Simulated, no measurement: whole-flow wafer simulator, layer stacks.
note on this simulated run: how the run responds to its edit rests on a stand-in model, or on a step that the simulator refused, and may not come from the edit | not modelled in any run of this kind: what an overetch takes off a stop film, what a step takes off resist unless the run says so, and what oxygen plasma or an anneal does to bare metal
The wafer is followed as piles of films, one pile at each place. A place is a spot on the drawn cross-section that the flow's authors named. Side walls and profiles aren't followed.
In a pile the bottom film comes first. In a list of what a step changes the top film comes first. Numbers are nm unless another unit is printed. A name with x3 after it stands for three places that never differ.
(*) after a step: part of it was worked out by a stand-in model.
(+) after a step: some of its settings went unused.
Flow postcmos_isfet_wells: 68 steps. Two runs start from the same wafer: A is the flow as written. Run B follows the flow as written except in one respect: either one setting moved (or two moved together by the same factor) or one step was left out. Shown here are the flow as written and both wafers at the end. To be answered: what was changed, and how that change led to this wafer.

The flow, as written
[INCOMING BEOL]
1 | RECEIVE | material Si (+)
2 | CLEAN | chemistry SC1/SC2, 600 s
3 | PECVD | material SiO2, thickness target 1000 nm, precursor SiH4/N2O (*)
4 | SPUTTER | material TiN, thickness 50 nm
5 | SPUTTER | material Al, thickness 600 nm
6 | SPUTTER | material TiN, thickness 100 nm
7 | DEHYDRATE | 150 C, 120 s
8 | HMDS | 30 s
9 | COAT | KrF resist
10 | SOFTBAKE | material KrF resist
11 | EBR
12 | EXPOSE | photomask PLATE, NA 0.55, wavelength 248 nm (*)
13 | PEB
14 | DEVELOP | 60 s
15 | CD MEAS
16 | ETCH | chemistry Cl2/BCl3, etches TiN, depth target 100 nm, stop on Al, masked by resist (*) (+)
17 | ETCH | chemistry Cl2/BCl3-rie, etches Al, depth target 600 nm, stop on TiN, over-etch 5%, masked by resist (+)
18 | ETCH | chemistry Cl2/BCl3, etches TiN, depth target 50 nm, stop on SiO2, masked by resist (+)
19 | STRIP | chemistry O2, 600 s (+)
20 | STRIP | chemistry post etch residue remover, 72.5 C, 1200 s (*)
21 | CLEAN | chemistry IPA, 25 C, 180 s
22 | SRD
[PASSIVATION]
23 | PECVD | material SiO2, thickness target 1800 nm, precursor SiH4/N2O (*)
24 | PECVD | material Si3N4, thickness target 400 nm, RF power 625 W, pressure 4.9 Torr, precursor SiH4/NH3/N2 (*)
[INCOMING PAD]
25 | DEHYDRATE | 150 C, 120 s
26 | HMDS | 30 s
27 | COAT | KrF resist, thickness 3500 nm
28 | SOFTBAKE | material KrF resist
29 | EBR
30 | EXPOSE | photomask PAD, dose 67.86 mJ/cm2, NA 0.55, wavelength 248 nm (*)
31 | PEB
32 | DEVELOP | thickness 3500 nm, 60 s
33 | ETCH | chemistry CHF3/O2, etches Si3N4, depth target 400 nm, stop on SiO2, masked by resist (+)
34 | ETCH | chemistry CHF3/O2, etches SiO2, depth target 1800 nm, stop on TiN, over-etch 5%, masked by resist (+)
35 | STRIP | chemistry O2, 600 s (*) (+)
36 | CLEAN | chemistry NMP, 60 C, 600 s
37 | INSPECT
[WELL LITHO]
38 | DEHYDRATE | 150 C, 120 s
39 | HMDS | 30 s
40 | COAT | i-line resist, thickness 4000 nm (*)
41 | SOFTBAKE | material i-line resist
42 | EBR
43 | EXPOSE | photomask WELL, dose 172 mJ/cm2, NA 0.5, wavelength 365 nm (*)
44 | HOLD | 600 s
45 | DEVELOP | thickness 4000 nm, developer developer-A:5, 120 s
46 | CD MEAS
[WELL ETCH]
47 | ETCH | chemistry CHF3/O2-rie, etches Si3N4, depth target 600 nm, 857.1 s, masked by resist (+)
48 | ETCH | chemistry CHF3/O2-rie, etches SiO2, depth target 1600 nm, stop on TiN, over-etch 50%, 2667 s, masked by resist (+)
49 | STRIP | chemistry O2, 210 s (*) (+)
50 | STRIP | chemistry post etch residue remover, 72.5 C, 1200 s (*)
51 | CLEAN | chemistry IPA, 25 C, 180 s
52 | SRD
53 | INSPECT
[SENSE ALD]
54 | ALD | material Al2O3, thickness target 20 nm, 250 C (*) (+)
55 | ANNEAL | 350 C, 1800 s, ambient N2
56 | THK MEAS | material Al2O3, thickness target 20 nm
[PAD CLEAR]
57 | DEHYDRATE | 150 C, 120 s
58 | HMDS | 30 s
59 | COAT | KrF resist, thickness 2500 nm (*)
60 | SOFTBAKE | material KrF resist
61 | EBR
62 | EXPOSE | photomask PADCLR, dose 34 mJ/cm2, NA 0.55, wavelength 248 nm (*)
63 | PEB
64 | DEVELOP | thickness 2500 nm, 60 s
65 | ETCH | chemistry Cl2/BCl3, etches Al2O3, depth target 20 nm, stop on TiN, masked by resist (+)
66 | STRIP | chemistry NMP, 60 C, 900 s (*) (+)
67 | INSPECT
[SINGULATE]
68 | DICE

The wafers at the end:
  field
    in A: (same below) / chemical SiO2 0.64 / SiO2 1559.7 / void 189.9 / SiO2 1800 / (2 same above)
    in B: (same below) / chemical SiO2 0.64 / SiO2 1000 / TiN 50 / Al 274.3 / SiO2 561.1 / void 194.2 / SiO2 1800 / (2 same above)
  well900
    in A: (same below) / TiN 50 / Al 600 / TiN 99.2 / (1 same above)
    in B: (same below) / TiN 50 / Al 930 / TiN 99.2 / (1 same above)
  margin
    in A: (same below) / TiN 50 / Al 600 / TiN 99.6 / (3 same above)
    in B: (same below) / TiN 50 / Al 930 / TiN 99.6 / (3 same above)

What caused this: step 5, SPUTTER: thickness 930 nm was run, while the flow as written has thickness 600 nm.
The wafer lets one read it off: well900 has Al 930, and step 5 as written asks for 600 nm.

The path from the change to this, step by step:
  5 | SPUTTER | material Al, thickness 600 nm
      field, margin, well900, well1300 x3, pad_rim, pad_clr, pad_open: A Al gains 600 (new film) | B Al gains 930 (new film)
  17 | ETCH | chemistry Cl2/BCl3-rie, etches Al, depth target 600 nm, stop on TiN, over-etch 5%, masked by resist (+)
      field: A Al loses 600 (all of it) | B Al loses 600
  18 | ETCH | chemistry Cl2/BCl3, etches TiN, depth target 50 nm, stop on SiO2, masked by resist (+)
      field: A TiN loses 50 (all of it) | B Al loses 50
  20 | STRIP | chemistry post etch residue remover, 72.5 C, 1200 s (*)
      field: A nothing | B Al loses 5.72
  23 | PECVD | material SiO2, thickness target 1800 nm, precursor SiH4/N2O (*)
      field: A SiO2 gains 1800 (new film), void gains 189.9 (new film), SiO2 gains 559.7 | B SiO2 gains 1800 (new film), void gains 194.2 (new film), SiO2 gains 561.1 (new film)
With metal films that touch counted as one body, field has 1 body; the flow as written gives 0 bodies.
